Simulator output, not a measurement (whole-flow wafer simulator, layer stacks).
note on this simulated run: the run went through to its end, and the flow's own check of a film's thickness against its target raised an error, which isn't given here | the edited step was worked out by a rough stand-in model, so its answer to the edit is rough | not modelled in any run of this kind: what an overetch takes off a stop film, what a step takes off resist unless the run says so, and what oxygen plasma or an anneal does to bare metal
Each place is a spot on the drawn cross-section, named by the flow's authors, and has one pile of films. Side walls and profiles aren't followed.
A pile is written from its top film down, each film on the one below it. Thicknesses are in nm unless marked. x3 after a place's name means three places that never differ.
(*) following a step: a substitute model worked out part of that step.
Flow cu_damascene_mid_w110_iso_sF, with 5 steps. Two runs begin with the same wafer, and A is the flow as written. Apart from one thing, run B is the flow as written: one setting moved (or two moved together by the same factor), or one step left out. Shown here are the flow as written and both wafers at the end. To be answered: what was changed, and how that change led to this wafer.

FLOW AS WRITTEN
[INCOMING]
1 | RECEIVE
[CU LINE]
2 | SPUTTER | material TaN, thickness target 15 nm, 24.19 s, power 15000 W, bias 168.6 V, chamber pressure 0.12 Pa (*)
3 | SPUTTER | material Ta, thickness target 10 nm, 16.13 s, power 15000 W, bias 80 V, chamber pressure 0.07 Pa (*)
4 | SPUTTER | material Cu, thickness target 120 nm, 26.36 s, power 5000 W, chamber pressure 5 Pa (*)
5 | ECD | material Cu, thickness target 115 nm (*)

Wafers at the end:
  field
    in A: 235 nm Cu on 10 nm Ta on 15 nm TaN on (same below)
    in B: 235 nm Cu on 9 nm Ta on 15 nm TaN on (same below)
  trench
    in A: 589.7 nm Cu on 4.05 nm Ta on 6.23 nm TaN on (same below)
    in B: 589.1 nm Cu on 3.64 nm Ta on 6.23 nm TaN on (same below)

What caused this: step 3, SPUTTER: thickness target 9 nm was run, though the flow has thickness target 10 nm; step 3, SPUTTER: 14.52 s was run, where the flow has 16.13 s.
One can read it off the wafer: field has Ta 9, and step 3 as written asks for 10 nm.

How this came from the change, step by step:
  3 | SPUTTER | material Ta, thickness target 10 nm, 16.13 s, power 15000 W, bias 80 V, chamber pressure 0.07 Pa (*)
      field: A +10 Ta (new film) | B +9 Ta (new film)
